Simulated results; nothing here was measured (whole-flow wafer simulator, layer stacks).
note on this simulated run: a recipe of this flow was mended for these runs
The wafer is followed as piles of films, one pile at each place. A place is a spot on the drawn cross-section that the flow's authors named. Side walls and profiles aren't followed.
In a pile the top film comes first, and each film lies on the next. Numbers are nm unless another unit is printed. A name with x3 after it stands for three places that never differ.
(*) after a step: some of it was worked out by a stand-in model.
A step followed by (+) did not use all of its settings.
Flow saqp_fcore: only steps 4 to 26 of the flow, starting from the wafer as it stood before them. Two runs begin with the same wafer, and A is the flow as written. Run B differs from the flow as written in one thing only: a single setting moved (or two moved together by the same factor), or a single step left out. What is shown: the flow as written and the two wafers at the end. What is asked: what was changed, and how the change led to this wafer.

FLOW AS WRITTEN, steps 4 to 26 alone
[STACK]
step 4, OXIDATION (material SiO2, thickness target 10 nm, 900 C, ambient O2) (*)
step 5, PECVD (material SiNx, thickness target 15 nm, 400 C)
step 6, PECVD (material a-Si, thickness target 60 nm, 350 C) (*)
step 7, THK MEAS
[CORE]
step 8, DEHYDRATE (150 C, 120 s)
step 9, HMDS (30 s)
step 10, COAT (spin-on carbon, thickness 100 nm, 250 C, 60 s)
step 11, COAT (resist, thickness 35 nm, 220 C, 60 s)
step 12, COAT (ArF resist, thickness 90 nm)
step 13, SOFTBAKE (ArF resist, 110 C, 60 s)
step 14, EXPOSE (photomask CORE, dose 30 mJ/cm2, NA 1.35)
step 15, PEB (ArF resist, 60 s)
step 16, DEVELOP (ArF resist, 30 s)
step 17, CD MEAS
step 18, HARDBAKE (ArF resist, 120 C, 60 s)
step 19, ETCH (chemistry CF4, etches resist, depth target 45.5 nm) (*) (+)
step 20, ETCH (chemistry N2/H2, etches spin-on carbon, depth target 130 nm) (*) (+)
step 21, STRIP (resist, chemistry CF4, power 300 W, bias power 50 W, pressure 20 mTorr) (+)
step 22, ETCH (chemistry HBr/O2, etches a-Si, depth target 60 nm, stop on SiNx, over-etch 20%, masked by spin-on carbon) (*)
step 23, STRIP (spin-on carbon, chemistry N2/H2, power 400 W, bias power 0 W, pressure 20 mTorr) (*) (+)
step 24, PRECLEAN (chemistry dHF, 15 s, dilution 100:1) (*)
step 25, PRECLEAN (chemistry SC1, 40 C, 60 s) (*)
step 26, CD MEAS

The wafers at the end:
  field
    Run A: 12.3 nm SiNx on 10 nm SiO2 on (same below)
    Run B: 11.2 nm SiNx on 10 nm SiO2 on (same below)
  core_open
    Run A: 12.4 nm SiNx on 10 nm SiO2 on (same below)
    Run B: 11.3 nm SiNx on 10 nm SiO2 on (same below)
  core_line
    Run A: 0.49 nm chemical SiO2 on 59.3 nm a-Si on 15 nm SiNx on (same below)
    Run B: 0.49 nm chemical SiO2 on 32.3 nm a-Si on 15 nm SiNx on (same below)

What caused this: step 6, PECVD: thickness target 33 nm was run, whereas the flow has thickness target 60 nm.

How this came from the change, step by step:
  step 6, PECVD (material a-Si, thickness target 60 nm, 350 C) (*)
      field, core_open, core_line: A +60 a-Si (new film) | B +33 a-Si (new film)
  step 22, ETCH (chemistry HBr/O2, etches a-Si, depth target 60 nm, stop on SiNx, over-etch 20%, masked by spin-on carbon) (*)
      field: A -36.8 a-Si (all of it), -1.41 SiNx | B -9.82 a-Si (all of it), -2.49 SiNx
      core_open: A -39.4 a-Si (all of it), -1.3 SiNx | B -12.4 a-Si (all of it), -2.38 SiNx
      (and at 1 other place as well)
  step 23, STRIP (spin-on carbon, chemistry N2/H2, power 400 W, bias power 0 W, pressure 20 mTorr) (*) (+)
      core_line: A -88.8 spin-on carbon (all of it) | B -95.2 spin-on carbon (all of it)
